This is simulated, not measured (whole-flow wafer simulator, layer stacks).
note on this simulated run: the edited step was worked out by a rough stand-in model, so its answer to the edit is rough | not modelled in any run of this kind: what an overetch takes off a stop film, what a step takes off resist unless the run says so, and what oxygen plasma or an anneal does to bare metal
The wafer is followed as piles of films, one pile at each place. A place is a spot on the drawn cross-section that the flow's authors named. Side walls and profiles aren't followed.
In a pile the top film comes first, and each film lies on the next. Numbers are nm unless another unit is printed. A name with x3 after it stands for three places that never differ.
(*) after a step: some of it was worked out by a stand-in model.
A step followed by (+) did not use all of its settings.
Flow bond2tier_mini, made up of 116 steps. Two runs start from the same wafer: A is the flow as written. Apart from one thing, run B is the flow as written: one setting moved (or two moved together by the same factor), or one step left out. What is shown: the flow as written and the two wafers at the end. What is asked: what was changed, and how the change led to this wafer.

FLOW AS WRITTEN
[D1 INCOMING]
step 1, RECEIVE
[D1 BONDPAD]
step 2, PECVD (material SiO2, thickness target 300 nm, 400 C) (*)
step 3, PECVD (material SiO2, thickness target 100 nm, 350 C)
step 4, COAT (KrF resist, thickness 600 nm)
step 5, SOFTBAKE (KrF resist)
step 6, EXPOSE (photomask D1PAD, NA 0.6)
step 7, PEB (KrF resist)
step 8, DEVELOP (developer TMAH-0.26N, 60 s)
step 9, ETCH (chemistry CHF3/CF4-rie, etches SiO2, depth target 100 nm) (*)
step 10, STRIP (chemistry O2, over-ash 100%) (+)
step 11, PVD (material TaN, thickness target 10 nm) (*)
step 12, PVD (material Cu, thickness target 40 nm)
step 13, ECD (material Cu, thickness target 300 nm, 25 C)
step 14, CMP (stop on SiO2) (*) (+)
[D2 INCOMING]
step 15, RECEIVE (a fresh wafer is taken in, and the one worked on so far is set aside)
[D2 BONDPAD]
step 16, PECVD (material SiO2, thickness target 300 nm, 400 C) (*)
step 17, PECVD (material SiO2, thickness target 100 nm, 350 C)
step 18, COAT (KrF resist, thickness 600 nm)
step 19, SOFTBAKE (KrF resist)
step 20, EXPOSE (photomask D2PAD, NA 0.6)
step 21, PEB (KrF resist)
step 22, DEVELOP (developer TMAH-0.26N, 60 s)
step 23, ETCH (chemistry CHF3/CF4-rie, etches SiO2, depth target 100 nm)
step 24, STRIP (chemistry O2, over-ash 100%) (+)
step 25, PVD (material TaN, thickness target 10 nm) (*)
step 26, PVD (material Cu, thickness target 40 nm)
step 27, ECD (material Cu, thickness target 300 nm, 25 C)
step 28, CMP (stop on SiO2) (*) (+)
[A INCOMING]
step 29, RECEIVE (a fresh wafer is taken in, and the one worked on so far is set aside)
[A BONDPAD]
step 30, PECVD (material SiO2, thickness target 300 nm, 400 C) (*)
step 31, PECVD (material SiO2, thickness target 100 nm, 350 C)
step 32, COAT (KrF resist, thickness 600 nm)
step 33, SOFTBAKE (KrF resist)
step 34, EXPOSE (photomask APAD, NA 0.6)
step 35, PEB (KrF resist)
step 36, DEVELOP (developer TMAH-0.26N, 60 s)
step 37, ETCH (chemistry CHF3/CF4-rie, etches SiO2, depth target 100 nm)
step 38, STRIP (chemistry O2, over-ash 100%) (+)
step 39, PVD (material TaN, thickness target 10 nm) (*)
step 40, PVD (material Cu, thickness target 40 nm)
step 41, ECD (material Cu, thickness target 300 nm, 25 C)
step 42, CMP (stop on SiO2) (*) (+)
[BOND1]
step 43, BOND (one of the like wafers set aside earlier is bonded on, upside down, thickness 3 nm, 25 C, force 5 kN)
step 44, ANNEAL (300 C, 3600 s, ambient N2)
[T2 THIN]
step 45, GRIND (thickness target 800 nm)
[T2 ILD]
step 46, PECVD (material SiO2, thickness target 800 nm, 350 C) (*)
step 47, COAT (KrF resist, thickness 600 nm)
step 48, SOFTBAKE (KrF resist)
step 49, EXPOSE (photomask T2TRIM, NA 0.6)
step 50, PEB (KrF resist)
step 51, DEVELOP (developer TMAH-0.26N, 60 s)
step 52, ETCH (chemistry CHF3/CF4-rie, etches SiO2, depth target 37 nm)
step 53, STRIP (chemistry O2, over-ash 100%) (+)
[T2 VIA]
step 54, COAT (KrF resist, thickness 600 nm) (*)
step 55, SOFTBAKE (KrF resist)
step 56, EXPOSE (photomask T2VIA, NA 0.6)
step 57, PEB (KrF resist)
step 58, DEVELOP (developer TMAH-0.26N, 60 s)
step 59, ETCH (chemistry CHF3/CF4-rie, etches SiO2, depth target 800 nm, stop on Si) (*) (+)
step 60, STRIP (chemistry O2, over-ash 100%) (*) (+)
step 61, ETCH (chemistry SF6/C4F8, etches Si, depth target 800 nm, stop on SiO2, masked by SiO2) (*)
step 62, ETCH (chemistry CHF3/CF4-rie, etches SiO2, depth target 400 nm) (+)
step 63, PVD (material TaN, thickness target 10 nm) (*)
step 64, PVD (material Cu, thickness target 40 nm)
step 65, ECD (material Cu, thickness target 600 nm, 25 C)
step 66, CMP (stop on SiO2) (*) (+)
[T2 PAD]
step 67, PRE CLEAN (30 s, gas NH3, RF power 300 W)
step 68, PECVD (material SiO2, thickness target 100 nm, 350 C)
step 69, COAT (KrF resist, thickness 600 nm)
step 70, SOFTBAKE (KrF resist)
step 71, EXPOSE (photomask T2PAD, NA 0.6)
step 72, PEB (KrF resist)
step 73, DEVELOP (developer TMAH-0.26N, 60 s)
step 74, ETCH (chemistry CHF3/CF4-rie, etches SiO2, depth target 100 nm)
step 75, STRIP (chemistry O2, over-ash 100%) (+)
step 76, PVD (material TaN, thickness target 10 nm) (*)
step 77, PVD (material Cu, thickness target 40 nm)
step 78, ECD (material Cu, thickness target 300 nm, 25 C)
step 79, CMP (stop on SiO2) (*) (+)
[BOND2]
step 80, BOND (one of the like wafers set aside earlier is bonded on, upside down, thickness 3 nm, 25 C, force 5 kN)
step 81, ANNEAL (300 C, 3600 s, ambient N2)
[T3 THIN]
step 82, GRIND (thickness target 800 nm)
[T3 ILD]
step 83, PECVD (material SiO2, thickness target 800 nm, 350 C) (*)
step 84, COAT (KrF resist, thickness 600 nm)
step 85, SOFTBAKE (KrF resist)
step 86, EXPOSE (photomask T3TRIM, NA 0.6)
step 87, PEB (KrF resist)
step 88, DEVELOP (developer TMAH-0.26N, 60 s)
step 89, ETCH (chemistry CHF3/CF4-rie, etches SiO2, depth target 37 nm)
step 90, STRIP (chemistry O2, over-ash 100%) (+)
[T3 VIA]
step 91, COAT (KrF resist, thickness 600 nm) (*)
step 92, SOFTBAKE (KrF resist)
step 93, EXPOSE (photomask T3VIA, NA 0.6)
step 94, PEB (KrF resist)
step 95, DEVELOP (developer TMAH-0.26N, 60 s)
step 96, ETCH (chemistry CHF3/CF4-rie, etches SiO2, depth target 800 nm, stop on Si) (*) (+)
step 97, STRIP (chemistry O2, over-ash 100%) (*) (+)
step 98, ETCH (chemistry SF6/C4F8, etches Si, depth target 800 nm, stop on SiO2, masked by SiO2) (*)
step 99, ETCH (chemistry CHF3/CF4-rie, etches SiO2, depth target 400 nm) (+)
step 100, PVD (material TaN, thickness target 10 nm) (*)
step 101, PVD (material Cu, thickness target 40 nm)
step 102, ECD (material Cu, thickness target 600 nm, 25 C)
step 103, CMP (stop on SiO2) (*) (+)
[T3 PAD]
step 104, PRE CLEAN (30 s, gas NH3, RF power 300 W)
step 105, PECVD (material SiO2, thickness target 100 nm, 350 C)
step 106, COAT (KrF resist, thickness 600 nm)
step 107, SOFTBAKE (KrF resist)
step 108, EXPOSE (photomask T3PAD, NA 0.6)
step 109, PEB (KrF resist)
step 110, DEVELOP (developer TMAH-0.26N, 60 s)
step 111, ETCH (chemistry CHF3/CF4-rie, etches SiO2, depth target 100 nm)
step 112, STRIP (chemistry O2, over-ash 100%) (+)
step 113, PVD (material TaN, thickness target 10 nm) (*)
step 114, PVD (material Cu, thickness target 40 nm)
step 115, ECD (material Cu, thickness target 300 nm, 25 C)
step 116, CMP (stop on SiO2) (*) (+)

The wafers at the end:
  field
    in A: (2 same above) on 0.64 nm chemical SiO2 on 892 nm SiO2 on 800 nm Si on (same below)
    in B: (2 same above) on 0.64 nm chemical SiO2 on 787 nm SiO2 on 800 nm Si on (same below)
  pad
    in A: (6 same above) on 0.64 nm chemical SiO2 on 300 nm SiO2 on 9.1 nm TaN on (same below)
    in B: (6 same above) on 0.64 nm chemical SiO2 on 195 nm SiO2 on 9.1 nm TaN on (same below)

Cause: step 16, PECVD: thickness target 195 nm was run, whereas the flow has thickness target 300 nm.
The wafer itself shows it: pad has SiO2 195, and step 16 as written asks for 300 nm.

How this came from the change, step by step:
  step 16, PECVD (material SiO2, thickness target 300 nm, 400 C) (*)
      field, pad, via: A +300 SiO2 (new film) | B +195 SiO2 (new film)
  step 80, BOND (one of the like wafers set aside earlier is bonded on, upside down, thickness 3 nm, 25 C, force 5 kN)
      field: A +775 um Si (new film), +0.64 chemical SiO2 (new film), +400 SiO2 | B +775 um Si (new film), +0.64 chemical SiO2 (new film), +295 SiO2
      pad: A +775 um Si (new film), +0.64 chemical SiO2 (new film), +300 SiO2 (new film), +9.1 TaN (new film), +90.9 Cu | B +775 um Si (new film), +0.64 chemical SiO2 (new film), +195 SiO2 (new film), +9.1 TaN (new film), +90.9 Cu
